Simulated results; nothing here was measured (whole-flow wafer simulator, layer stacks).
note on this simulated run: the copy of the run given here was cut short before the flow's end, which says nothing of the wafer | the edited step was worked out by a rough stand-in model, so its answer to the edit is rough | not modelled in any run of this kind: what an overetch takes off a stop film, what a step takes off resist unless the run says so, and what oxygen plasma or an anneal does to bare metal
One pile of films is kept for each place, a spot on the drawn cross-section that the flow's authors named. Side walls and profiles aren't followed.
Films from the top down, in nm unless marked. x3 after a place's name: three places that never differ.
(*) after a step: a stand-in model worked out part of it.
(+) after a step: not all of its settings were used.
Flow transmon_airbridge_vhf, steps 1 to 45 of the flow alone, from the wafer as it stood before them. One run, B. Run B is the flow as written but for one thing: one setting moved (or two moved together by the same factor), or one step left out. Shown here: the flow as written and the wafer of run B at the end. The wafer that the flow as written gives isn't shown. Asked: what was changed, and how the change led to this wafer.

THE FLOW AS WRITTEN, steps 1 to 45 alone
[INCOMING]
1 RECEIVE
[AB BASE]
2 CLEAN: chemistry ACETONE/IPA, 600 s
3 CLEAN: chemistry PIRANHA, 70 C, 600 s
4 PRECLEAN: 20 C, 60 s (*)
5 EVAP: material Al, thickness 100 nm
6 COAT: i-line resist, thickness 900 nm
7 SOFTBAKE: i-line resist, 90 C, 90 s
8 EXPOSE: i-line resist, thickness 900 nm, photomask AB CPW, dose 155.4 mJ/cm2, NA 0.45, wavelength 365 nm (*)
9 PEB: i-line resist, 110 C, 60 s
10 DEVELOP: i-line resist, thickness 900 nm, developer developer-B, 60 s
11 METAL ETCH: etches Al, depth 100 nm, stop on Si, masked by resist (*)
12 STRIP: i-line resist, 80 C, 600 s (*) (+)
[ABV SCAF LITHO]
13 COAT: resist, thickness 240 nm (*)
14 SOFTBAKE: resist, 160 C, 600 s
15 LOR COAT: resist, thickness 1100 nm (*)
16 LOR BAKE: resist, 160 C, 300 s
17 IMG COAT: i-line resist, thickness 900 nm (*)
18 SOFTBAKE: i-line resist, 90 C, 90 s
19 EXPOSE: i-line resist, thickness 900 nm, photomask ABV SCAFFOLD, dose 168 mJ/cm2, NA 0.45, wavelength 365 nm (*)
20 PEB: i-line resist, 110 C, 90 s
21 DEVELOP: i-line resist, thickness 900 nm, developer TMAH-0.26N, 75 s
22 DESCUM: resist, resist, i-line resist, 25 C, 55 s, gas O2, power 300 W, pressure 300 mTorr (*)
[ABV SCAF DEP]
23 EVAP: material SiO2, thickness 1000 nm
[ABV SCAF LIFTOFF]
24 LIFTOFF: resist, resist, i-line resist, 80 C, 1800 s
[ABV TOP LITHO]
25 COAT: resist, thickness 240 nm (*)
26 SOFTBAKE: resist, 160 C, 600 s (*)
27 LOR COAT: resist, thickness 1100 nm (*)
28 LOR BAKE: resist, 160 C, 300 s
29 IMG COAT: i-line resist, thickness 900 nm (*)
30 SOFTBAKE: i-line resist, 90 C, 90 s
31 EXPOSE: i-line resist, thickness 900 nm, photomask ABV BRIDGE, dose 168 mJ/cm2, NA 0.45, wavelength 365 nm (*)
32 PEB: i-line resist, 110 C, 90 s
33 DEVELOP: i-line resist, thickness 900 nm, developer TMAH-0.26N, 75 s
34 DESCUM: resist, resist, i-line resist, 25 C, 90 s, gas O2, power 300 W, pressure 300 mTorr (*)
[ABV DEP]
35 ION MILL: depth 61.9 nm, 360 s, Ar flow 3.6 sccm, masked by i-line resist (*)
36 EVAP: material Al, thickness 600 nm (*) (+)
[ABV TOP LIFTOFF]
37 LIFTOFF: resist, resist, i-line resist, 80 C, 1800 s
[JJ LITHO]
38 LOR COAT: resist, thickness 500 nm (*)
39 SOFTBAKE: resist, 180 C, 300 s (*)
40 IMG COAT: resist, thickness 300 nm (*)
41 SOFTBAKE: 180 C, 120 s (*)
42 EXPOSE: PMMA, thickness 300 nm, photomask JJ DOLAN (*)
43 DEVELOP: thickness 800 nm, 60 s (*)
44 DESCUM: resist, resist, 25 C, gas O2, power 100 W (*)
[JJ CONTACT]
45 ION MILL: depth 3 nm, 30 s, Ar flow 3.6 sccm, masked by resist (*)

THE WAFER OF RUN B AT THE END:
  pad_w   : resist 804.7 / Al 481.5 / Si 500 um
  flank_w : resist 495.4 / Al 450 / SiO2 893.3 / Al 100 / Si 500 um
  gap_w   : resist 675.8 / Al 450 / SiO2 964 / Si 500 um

The cause: step 36, EVAP: thickness 450 nm was run, where the flow has thickness 600 nm.
It can be read off the wafer: flank_w has Al 450, and step 36 as written asks for 600 nm.

How the change led to this, step by step:
  36 EVAP: material Al, thickness 600 nm (*) (+)
      field x3, jj_line, ground_far and 10 more: Al +450 (new film) (as written it would be: Al +600 (new film))
      pad_w, pad_e: Al +443.4 (as written it would be: Al +591.2)
  37 LIFTOFF: resist, resist, i-line resist, 80 C, 1800 s
      field x3, jj_line, trace_open_s x2: Al -450 (all of it), i-line resist -600 (all of it), resist -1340 (all of it) (as written it would be: Al -600 (all of it), i-line resist -600 (all of it), resist -1340 (all of it))
      margin_s, margin_n: Al -450 (all of it), i-line resist -318.3 (all of it), resist -992 (all of it) (as written it would be: Al -600 (all of it), i-line resist -318.3 (all of it), resist -992 (all of it))
      (and at 1 more place)
  38 LOR COAT: resist, thickness 500 nm (*)
      pad_w, pad_e: resist +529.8 (new film) (as written it would be: resist +517 (new film))
      margin_s, margin_n: resist +432.4 (new film) (as written it would be: resist +445.3 (new film))
      (and at 1 more place)
  40 IMG COAT: resist, thickness 300 nm (*)
      pad_w, pad_e: resist +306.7 (as written it would be: resist +300.1)
      flank_w, flank_e: resist +217 (as written it would be: resist +212.1)
      (and at 3 more places)
